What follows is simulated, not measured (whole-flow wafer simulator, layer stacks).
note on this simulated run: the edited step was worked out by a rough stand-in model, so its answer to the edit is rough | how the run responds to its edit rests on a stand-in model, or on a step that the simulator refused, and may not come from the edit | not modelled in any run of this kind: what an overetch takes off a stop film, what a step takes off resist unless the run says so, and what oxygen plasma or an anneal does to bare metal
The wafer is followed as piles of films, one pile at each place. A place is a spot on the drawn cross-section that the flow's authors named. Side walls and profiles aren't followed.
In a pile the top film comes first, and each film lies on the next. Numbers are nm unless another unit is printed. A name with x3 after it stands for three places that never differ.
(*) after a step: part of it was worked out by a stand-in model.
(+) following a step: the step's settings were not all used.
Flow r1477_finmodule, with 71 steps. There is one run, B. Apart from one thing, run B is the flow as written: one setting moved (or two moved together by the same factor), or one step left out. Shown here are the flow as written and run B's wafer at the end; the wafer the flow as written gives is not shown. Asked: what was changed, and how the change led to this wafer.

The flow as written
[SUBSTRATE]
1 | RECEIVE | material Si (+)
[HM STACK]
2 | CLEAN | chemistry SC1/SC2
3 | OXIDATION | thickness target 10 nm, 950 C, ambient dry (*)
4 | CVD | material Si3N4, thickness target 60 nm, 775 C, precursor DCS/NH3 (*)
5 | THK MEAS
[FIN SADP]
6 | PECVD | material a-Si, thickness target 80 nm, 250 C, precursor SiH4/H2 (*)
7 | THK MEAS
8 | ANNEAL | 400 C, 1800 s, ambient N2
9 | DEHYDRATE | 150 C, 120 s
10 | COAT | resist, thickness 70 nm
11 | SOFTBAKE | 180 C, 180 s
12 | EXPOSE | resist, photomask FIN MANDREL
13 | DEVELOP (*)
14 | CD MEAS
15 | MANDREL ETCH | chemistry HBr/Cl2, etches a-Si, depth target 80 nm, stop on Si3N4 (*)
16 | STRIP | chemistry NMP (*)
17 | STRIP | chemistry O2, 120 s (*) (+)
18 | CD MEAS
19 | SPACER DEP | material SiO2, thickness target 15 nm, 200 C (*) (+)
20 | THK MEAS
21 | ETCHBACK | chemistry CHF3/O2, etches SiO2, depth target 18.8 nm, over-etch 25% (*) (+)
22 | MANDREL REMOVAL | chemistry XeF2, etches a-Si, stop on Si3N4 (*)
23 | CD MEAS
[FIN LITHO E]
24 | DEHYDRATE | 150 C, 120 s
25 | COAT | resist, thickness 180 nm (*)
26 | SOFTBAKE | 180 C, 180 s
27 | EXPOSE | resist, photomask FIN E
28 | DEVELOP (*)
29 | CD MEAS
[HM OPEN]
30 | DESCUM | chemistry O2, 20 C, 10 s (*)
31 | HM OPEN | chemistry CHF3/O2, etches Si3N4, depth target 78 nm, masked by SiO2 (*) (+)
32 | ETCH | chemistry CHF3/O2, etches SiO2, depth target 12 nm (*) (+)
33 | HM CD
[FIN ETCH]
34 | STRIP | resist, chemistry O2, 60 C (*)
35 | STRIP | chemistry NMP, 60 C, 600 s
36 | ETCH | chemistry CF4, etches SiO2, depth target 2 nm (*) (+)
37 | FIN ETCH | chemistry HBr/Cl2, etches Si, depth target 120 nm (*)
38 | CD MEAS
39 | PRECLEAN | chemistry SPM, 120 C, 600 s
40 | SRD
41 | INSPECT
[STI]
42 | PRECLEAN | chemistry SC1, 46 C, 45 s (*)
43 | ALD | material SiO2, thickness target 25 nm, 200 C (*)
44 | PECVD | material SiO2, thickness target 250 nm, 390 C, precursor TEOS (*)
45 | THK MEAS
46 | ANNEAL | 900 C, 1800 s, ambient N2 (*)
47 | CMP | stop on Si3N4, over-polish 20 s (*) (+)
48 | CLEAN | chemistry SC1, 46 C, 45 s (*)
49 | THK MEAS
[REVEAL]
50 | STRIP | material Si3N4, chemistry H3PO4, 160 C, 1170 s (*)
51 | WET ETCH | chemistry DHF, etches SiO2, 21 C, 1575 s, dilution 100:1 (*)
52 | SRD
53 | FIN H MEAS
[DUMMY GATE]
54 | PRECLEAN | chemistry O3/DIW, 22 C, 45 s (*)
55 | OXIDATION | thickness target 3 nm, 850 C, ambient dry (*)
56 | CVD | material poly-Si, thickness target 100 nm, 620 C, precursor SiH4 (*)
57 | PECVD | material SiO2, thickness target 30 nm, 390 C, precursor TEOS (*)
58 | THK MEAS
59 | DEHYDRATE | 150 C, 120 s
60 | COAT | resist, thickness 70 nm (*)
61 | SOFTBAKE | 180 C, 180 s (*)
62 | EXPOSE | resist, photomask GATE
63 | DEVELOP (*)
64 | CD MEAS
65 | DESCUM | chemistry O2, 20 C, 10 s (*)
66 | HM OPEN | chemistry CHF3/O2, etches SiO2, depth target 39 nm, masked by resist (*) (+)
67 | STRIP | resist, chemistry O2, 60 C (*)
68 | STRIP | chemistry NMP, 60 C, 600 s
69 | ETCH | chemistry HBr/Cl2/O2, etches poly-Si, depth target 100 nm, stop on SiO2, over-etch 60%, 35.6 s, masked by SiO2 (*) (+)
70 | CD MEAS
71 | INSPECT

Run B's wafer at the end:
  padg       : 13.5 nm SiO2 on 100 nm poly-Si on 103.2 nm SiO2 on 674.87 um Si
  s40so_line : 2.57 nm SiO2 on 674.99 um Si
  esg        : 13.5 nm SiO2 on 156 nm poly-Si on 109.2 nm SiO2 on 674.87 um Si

What caused this: step 57, PECVD: thickness target 18.8 nm was run, though the flow has thickness target 30 nm.

The path from the change to this, step by step:
  57 | PECVD | material SiO2, thickness target 30 nm, 390 C, precursor TEOS (*)
      pad, padg, elg and 33 more: SiO2 gains 18.8 (new film) (in the flow as written it would be: SiO2 gains 30 (new film))
  66 | HM OPEN | chemistry CHF3/O2, etches SiO2, depth target 39 nm, masked by resist (*) (+)
      pad, elo, eso and 15 more: SiO2 loses 18.8 (all of it), poly-Si loses 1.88 (in the flow as written it would be: SiO2 loses 30 (all of it), poly-Si loses 1.8)
      padg, elg, esg and 15 more: resist loses 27 (in the flow as written it would be: resist loses 37.4)
  67 | STRIP | resist, chemistry O2, 60 C (*)
      padg, elg, esg: resist loses 26.2 (all of it) (in the flow as written it would be: resist loses 15.9 (all of it))
      e40lg, e100lg, e200lg: resist loses 23.1 (all of it) (in the flow as written it would be: resist loses 12.8 (all of it))
      (also at 12 further places)
